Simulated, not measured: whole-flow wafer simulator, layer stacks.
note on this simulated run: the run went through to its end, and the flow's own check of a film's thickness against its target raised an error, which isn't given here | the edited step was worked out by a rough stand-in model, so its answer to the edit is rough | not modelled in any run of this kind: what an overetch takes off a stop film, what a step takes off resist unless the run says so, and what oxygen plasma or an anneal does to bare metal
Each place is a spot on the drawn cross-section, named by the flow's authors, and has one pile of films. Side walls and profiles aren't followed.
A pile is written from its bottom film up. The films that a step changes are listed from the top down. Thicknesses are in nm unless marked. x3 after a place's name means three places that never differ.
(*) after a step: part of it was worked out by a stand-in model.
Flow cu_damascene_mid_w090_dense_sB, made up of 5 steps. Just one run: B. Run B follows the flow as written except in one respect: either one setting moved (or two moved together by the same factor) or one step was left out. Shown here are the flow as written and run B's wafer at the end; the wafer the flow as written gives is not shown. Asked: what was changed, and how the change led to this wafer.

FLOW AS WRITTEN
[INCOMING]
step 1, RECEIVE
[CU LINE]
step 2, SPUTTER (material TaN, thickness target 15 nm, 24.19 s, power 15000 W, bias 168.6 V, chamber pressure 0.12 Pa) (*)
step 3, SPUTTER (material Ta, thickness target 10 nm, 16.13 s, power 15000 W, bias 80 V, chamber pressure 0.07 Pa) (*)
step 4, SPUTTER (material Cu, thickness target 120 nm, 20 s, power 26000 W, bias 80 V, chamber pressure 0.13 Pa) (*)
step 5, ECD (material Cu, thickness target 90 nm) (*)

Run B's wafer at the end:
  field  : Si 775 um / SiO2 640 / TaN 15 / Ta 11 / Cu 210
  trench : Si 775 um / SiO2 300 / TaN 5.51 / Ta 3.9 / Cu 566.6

Cause: step 3, SPUTTER: thickness target 11 nm was run, while the flow as written has thickness target 10 nm; step 3, SPUTTER: 17.74 s was run, where the flow has 16.13 s.
The wafer itself shows it: field has Ta 11, and step 3 as written asks for 10 nm.

How this came from the change, step by step:
  step 3, SPUTTER (material Ta, thickness target 10 nm, 16.13 s, power 15000 W, bias 80 V, chamber pressure 0.07 Pa) (*)
      field: Ta gains 11 (new film) (as written it would have been: Ta gains 10 (new film))
